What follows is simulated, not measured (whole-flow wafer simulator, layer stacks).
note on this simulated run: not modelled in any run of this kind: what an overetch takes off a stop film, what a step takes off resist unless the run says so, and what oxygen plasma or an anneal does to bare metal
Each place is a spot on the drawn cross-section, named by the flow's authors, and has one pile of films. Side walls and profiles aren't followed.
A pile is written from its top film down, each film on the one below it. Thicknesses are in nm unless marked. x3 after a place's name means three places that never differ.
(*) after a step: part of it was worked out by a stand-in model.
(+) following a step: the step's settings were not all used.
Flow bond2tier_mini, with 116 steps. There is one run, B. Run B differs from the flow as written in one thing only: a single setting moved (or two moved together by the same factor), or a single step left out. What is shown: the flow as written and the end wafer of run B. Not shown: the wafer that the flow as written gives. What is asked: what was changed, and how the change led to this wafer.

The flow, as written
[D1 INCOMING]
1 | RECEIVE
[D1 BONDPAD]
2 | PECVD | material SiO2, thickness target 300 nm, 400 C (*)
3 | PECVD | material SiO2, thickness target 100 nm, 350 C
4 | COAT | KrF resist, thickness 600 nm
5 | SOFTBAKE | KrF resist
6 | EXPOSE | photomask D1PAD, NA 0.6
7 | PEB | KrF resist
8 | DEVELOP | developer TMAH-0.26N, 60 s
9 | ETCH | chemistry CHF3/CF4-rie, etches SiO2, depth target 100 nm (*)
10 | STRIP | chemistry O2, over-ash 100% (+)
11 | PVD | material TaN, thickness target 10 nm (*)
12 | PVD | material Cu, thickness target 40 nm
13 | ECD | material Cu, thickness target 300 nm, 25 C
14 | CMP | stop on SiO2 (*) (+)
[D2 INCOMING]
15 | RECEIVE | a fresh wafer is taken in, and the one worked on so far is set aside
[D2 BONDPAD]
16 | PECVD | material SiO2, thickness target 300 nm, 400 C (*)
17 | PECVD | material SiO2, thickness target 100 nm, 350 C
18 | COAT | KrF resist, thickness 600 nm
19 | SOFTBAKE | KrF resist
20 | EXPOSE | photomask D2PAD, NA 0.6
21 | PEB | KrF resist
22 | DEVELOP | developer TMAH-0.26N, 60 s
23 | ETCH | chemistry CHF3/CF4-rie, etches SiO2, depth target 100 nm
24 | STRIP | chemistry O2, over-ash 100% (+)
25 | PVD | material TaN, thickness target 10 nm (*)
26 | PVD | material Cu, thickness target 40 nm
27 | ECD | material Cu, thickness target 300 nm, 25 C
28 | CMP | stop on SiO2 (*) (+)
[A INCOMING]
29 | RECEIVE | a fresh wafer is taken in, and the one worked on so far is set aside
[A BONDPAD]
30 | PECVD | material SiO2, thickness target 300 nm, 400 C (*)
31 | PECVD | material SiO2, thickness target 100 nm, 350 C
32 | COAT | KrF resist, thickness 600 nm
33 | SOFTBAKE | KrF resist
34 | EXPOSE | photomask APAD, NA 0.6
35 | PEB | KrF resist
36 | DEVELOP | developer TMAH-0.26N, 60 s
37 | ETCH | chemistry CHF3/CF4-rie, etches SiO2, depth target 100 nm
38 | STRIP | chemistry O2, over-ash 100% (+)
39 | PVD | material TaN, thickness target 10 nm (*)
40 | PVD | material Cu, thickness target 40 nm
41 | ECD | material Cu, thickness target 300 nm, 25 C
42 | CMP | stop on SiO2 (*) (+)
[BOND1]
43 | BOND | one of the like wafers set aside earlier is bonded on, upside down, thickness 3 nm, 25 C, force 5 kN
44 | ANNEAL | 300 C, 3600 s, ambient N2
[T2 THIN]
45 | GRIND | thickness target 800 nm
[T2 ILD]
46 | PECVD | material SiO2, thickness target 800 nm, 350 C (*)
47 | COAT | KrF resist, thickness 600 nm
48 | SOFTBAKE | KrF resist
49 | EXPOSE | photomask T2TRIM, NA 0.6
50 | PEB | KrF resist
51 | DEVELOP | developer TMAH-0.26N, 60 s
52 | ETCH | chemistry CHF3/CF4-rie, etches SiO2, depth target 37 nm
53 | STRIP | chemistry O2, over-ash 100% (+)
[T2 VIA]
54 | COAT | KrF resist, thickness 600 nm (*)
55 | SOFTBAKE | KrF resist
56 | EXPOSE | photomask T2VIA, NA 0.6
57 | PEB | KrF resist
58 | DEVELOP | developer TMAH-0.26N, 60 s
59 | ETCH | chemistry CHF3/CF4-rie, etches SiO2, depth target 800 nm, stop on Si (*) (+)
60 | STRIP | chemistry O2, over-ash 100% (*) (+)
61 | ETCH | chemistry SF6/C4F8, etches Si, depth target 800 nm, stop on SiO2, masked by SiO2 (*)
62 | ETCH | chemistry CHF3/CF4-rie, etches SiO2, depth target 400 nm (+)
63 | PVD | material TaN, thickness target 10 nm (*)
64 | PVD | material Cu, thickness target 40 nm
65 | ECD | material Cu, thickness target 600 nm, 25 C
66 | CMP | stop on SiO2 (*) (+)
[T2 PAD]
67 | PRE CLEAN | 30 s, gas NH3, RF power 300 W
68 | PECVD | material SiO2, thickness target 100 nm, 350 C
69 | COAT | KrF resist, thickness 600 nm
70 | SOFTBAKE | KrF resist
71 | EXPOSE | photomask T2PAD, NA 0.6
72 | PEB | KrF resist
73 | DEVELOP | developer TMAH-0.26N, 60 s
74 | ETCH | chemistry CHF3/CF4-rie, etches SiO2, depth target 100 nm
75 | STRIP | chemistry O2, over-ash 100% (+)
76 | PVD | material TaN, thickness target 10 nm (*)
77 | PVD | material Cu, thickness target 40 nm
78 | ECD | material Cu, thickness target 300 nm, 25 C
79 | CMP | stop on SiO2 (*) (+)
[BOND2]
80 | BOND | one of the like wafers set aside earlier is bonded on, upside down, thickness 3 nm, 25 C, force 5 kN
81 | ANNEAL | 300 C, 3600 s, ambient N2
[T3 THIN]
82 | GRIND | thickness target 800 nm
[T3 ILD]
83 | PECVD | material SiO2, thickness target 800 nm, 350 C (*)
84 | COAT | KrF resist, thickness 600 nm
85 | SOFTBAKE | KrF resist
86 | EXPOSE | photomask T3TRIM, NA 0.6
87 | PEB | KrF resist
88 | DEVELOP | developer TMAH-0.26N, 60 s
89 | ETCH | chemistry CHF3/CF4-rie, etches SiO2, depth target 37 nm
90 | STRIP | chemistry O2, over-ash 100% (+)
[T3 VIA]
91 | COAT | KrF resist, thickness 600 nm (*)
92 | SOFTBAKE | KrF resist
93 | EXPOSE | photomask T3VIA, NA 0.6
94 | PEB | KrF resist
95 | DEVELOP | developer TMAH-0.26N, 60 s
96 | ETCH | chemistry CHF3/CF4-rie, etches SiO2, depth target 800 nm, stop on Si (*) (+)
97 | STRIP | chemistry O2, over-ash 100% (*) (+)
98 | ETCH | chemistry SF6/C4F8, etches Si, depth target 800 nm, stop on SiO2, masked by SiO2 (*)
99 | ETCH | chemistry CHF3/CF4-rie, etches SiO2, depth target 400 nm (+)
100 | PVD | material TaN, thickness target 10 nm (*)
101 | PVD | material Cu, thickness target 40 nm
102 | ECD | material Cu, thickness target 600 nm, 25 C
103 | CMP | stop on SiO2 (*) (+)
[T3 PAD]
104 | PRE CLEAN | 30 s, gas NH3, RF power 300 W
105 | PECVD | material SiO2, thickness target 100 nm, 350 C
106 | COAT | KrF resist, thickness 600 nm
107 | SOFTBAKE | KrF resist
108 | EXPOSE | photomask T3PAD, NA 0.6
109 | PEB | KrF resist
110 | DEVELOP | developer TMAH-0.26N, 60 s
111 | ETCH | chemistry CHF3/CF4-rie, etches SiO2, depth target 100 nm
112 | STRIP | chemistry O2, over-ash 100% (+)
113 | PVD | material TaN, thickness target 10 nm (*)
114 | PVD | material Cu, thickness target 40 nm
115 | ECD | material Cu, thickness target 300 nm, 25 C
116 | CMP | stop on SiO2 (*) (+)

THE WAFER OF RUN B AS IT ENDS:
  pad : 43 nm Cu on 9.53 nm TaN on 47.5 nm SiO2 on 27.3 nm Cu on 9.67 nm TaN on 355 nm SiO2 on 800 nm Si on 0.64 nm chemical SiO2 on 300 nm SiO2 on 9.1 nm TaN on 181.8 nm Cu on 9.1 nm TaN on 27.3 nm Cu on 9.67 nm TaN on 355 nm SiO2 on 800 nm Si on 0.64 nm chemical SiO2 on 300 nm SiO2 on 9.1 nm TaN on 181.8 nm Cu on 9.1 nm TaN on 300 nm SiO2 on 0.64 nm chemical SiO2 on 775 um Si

Cause: step 111, ETCH: depth target 52.5 nm was run, whereas the flow has depth target 100 nm.

The path from the change to this, step by step:
  111 | ETCH | chemistry CHF3/CF4-rie, etches SiO2, depth target 100 nm
      pad: SiO2 loses 52.5 (in the flow as written it would be: SiO2 loses 100 (all of it))
      field: KrF resist loses 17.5 (in the flow as written it would be: KrF resist loses 33.3)
  112 | STRIP | chemistry O2, over-ash 100% (+)
      field: KrF resist loses 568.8 (all of it) (in the flow as written it would be: KrF resist loses 552.9 (all of it))
  114 | PVD | material Cu, thickness target 40 nm
      pad: Cu gains 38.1 (new film) (in the flow as written it would be: Cu gains 36.4 (new film))
  115 | ECD | material Cu, thickness target 300 nm, 25 C
      pad: Cu gains 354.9 (in the flow as written it would be: Cu gains 404.5)
If metal films that touch count as one body, pad has 4 bodies (between them, from the top down: SiO2 47.5; SiO2 355 / Si 800 / chemical SiO2 0.64 / SiO2 300; SiO2 355 / Si 800 / chemical SiO2 0.64 / SiO2 300); the flow as written gives 3 bodies (between them, from the top down: SiO2 355 / Si 800 / chemical SiO2 0.64 / SiO2 300; SiO2 355 / Si 800 / chemical SiO2 0.64 / SiO2 300).
